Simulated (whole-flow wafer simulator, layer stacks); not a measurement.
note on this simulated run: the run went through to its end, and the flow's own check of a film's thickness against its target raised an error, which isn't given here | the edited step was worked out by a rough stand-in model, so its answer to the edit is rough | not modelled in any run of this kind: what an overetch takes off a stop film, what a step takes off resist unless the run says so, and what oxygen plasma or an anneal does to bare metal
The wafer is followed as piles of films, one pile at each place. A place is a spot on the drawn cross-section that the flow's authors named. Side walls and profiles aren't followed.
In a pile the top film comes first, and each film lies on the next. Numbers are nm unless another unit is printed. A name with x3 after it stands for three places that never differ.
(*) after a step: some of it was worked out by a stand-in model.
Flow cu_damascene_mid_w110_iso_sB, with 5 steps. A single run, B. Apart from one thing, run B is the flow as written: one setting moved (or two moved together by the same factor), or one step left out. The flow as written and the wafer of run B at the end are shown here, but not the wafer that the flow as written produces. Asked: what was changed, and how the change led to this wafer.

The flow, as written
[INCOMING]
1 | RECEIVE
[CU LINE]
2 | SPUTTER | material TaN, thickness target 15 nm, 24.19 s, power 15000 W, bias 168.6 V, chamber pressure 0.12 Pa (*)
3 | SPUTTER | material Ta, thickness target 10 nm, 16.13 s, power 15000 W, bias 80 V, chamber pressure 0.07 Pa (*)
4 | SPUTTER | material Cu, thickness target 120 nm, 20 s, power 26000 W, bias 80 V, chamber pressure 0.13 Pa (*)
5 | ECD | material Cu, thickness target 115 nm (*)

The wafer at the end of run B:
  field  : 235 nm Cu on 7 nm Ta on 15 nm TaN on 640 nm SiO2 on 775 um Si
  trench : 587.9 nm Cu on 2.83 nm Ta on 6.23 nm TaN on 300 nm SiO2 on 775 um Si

The reason: step 3, SPUTTER: 11.29 s was run, while the flow as written has 16.13 s.

Step by step, how the change led to this:
  3 | SPUTTER | material Ta, thickness target 10 nm, 16.13 s, power 15000 W, bias 80 V, chamber pressure 0.07 Pa (*)
      field: +7 Ta (new film) (it would be, as written: +10 Ta (new film))
      trench: +2.83 Ta (new film) (it would be, as written: +4.05 Ta (new film))
